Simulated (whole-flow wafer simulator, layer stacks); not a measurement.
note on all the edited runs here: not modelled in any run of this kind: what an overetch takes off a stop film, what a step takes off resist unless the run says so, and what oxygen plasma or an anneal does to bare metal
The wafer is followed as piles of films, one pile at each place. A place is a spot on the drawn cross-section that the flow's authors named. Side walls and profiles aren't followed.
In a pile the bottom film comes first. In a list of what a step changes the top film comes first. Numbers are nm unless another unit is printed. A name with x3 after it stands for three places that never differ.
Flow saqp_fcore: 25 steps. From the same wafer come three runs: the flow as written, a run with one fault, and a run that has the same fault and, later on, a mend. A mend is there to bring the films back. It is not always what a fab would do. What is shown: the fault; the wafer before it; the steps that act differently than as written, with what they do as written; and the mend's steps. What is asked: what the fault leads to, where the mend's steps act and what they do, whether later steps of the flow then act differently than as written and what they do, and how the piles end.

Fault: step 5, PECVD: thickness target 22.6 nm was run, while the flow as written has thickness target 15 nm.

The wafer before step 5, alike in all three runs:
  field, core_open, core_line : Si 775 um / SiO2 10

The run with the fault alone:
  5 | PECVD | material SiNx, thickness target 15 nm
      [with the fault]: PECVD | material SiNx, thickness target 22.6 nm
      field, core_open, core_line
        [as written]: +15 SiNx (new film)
        [with the fault]: +22.6 SiNx (new film)
  Later steps of the flow that are run all act as written at every place that is followed.
  By the end, the piles at field, core_open, core_line depart from the flow's by more than 2% or 0.5 nm, whichever is larger.
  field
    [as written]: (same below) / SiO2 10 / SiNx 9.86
    [with the fault]: (same below) / SiO2 10 / SiNx 17.5
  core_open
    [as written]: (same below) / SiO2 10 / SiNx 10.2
    [with the fault]: (same below) / SiO2 10 / SiNx 17.8
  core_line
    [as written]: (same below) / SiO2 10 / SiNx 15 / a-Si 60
    [with the fault]: (same below) / SiO2 10 / SiNx 22.6 / a-Si 60

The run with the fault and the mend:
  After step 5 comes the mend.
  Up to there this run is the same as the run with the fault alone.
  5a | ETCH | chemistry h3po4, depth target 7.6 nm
      field, core_open, core_line
        -7.6 SiNx
  Later steps of the flow that are run all act as written at every place that is followed.
  At every place that both follow, the piles at the end match the flow's.
